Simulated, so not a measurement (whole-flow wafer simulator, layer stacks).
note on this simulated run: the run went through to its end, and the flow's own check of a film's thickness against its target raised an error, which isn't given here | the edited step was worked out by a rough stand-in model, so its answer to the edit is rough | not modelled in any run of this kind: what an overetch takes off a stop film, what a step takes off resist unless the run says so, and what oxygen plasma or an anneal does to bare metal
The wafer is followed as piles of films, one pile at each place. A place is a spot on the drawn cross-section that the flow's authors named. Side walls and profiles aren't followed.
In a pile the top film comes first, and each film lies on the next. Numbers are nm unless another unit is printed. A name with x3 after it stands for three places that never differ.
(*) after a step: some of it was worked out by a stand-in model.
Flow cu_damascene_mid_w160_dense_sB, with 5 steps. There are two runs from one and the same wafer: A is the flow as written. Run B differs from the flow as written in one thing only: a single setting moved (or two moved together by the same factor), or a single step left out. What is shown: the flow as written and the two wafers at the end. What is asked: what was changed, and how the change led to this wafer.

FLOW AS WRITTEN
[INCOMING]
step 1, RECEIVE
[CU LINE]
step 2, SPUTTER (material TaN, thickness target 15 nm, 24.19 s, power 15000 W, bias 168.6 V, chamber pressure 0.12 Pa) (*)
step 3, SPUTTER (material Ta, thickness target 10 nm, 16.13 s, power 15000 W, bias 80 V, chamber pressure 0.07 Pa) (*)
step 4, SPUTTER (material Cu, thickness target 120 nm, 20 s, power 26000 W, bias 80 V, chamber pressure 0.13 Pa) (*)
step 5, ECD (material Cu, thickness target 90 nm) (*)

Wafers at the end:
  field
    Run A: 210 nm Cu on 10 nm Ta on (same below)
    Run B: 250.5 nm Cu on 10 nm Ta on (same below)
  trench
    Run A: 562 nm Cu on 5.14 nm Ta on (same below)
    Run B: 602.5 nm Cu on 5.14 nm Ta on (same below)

What caused this: step 5, ECD: thickness target 130.5 nm was run, while the flow as written has thickness target 90 nm.

The path from the change to this, step by step:
  step 5, ECD (material Cu, thickness target 90 nm) (*)
      field: A +90 Cu | B +130.5 Cu
      trench: A +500 Cu | B +540.5 Cu
